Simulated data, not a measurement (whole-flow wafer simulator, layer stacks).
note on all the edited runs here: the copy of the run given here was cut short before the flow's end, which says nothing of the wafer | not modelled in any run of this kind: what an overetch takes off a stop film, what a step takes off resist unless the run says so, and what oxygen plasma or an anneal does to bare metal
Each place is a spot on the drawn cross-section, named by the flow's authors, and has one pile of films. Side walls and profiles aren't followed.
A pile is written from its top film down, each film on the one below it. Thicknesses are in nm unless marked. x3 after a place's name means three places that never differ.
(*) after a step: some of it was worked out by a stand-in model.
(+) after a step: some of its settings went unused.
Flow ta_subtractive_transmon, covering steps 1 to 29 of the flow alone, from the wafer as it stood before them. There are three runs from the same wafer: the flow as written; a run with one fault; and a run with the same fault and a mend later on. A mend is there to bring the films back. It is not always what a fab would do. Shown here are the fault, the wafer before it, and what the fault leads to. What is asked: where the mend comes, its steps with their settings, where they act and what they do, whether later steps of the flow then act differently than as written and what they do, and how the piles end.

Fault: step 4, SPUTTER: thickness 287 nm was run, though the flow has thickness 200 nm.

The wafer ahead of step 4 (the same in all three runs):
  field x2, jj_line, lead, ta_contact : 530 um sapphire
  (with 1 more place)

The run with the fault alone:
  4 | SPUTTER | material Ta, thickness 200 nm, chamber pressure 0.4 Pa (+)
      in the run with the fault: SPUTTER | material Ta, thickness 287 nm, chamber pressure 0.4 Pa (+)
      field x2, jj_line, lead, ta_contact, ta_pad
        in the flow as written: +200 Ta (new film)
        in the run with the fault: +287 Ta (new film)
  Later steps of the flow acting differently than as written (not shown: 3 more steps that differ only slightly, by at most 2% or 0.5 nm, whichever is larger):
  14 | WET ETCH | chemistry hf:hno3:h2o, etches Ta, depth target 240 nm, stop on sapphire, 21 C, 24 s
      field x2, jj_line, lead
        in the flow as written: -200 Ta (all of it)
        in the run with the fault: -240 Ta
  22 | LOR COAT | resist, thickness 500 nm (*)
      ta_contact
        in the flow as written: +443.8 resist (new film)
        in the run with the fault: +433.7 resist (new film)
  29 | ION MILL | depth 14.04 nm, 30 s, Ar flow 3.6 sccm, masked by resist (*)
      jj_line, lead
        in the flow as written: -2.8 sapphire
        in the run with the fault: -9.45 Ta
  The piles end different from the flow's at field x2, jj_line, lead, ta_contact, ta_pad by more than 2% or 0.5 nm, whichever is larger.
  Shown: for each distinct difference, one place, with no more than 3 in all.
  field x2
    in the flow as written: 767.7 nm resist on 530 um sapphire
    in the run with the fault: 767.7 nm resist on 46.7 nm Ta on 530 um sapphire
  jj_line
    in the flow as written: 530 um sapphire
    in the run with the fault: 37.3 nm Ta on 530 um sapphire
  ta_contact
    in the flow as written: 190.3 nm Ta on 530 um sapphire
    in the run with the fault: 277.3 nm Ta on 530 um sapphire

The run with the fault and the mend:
  The mend follows step 5.
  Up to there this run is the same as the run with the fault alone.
  5a | WET ETCH | chemistry hf:hno3:h2o, etches Ta, depth target 330 nm, stop on sapphire, 21 C, 33 s
      field x2, jj_line, lead, ta_contact, ta_pad
        -287 Ta (all of it)
  5b | SPUTTER | material Ta, thickness 200 nm, chamber pressure 0.4 Pa (+) (a further turn of the flow's step 4)
      field x2, jj_line, lead, ta_contact, ta_pad
        +200 Ta (new film)
  Every later step of the flow that is run acts as written at every place that is followed.
  The piles end the same as the flow's at every place that both follow.
